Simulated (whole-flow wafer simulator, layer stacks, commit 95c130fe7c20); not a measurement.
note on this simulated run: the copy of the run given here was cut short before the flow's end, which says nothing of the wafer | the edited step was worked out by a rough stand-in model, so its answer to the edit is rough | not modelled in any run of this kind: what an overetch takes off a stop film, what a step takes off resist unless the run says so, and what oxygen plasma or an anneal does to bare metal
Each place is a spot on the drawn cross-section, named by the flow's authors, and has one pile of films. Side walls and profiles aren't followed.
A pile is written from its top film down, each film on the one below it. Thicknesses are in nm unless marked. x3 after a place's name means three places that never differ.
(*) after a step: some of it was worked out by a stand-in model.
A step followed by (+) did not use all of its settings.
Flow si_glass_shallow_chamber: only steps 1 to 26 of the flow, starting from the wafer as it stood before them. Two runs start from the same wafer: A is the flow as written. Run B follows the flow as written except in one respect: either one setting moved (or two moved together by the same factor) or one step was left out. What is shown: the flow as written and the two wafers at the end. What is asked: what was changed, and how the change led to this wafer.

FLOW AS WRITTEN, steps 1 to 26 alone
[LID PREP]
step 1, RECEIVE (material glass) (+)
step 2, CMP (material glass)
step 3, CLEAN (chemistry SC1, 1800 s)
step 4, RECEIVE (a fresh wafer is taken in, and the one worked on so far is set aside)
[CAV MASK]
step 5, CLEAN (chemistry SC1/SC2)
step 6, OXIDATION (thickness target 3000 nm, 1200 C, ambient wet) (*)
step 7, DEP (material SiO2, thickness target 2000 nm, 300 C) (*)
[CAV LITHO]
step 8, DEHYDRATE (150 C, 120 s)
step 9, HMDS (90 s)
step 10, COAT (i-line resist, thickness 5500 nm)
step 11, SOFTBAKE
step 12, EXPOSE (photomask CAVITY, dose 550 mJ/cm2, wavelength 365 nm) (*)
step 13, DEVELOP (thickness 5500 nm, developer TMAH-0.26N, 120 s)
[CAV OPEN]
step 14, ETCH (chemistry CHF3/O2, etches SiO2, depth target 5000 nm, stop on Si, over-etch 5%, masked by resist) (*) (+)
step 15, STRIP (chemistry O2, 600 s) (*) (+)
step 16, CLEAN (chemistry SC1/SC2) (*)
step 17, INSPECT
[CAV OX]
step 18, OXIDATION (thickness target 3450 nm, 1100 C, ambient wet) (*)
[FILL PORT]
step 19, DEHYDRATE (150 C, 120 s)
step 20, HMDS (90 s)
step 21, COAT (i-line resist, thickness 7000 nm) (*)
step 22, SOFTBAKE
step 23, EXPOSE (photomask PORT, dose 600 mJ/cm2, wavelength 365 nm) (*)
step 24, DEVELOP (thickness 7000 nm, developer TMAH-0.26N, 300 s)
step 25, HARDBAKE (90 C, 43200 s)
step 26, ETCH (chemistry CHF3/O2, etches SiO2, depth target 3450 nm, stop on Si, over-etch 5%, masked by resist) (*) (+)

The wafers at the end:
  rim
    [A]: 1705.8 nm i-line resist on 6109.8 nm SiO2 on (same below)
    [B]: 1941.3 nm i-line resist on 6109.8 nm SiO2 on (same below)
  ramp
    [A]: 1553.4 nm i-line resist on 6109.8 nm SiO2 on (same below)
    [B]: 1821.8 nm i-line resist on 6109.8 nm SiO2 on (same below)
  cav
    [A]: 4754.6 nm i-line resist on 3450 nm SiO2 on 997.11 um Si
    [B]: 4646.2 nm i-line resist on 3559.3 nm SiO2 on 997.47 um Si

The reason: step 14, ETCH: depth target 4000 nm was run, though the flow has depth target 5000 nm.

The path from the change to this, step by step:
  step 14, ETCH (chemistry CHF3/O2, etches SiO2, depth target 5000 nm, stop on Si, over-etch 5%, masked by resist) (*) (+)
      cav, port: A SiO2 loses 5000 (all of it), Si loses 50 | B SiO2 loses 4200
      rim, ramp, septum, ring: A i-line resist loses 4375 | B i-line resist loses 3500
  step 15, STRIP (chemistry O2, 600 s) (*) (+)
      cav, port: A chemical SiO2 gains 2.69 (new film), Si loses 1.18 | B nothing
      rim, ramp, septum, ring: A i-line resist loses 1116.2 (all of it) | B i-line resist loses 1991.2 (all of it)
  step 18, OXIDATION (thickness target 3450 nm, 1100 C, ambient wet) (*)
      cav, port: A SiO2 gains 3450 (new film), chemical SiO2 loses 2.69 (all of it), Si loses 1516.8 | B SiO2 gains 2759.3, Si loses 1214.1
  step 21, COAT (i-line resist, thickness 7000 nm) (*)
      rim: A i-line resist gains 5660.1 (new film) | B i-line resist gains 5820.1 (new film)
      ramp: A i-line resist gains 5087.8 (new film) | B i-line resist gains 5309.6 (new film)
  step 22, SOFTBAKE
      rim: A i-line resist loses 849 | B i-line resist loses 764.7
      ramp: A i-line resist loses 434.5 | B i-line resist loses 378.2
      (and at 4 other places as well)
  step 25, HARDBAKE (90 C, 43200 s)
      rim: A i-line resist loses 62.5 | B i-line resist loses 71.2
      ramp: A i-line resist loses 57.1 | B i-line resist loses 66.7
      (and at 1 other place as well)
  step 26, ETCH (chemistry CHF3/O2, etches SiO2, depth target 3450 nm, stop on Si, over-etch 5%, masked by resist) (*) (+)
      port: A SiO2 loses 3450 (all of it), Si loses 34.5 | B SiO2 loses 3559.3 (all of it), Si loses 12.6
